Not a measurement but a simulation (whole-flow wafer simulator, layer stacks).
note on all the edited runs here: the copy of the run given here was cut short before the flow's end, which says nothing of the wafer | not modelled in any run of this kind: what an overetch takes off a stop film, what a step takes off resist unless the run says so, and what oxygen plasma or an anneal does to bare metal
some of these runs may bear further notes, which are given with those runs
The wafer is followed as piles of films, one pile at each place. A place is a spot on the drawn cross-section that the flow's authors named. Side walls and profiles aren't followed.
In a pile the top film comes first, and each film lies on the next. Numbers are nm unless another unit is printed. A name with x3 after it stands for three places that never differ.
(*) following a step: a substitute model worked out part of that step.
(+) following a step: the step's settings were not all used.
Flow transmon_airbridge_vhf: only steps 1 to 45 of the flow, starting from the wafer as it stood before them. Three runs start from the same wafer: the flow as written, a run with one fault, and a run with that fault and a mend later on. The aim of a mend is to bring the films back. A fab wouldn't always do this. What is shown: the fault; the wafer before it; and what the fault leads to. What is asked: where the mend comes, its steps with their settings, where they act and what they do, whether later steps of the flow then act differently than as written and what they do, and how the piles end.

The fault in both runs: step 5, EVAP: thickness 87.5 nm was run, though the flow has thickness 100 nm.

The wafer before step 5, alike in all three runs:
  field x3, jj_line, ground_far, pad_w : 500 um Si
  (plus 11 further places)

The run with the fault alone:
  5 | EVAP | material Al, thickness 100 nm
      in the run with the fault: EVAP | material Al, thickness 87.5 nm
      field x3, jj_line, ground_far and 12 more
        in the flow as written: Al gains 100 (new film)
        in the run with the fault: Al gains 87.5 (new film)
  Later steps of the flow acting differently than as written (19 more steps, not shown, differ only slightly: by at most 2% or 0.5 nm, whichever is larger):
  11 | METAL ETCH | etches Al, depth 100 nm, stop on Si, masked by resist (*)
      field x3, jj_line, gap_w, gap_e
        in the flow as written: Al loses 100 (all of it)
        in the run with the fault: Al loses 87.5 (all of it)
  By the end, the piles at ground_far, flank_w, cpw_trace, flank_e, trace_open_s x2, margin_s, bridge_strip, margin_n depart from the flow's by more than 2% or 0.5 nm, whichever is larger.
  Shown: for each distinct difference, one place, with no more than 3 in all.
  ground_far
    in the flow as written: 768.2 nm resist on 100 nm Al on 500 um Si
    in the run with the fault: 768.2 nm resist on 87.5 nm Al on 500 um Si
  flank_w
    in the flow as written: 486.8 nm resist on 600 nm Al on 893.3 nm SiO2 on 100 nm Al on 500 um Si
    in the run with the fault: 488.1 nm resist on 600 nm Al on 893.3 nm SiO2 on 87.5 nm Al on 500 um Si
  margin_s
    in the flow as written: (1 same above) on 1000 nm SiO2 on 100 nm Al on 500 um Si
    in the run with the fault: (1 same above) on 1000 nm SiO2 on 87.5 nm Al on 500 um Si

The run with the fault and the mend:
  The mend follows step 10.
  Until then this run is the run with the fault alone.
  10a | STRIP | i-line resist, 80 C, 600 s (+)
      ground_far, pad_w, flank_w and 8 more
        i-line resist loses 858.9 (all of it)
  10b | EVAP | material Al, thickness 12.5 nm (a further turn of the flow's step 5, with different settings)
      field x3, jj_line, ground_far and 12 more
        Al gains 12.5
  10c | COAT | i-line resist, thickness 900 nm (a further turn of the flow's step 6)
      field x3, jj_line, ground_far and 12 more
        i-line resist gains 900 (new film)
  10d | SOFTBAKE | i-line resist, 90 C, 90 s (a further turn of the flow's step 7)
      leaves every film unchanged at each place that is followed
  10e | EXPOSE | i-line resist, thickness 900 nm, photomask AB CPW, dose 155.4 mJ/cm2, NA 0.45, wavelength 365 nm (*) (a further turn of the flow's step 8)
      leaves every film unchanged at each place that is followed
  10f | PEB | i-line resist, 110 C, 60 s (a further turn of the flow's step 9)
      field x3, jj_line, ground_far and 12 more
        i-line resist loses 41
  10g | DEVELOP | i-line resist, thickness 900 nm, developer developer-B, 60 s (a further turn of the flow's step 10)
      ground_far, pad_w, flank_w and 8 more
        i-line resist loses 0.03
      field x3, jj_line, gap_w, gap_e
        i-line resist loses 859 (all of it)
  Later steps of the flow that are run all act as written at every place that is followed.
  By the end, the piles equal the flow's at every place that both follow.
